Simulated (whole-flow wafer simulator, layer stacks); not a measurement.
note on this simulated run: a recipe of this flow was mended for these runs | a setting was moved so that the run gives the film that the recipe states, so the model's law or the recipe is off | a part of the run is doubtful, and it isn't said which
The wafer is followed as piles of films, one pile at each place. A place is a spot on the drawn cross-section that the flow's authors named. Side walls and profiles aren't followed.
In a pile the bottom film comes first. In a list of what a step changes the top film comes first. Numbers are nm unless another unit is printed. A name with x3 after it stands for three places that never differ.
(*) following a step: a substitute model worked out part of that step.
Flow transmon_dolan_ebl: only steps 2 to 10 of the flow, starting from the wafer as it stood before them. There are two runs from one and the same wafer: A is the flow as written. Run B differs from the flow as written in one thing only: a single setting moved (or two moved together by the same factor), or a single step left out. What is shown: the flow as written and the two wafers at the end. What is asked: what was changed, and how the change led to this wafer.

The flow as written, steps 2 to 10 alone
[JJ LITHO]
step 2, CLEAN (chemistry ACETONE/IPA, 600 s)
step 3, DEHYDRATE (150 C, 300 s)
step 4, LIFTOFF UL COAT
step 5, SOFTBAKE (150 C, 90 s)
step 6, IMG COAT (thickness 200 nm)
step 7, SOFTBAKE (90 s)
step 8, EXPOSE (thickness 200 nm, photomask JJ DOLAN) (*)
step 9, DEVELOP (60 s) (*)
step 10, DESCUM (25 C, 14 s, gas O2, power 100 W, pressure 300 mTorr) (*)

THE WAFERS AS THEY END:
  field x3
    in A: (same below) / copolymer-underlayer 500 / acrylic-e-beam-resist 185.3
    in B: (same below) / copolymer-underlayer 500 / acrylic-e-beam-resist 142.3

The reason: step 6, IMG COAT: thickness 157 nm was run, while the flow as written has thickness 200 nm; step 8, EXPOSE: thickness 157 nm was run, where the flow has thickness 200 nm.

The path from the change to this, step by step:
  step 6, IMG COAT (thickness 200 nm)
      field x3, jj_line: A +200 acrylic-e-beam-resist (new film) | B +157 acrylic-e-beam-resist (new film)
  step 9, DEVELOP (60 s) (*)
      jj_line: A -200 acrylic-e-beam-resist (all of it), -500 copolymer-underlayer (all of it) | B -157 acrylic-e-beam-resist (all of it), -500 copolymer-underlayer (all of it)
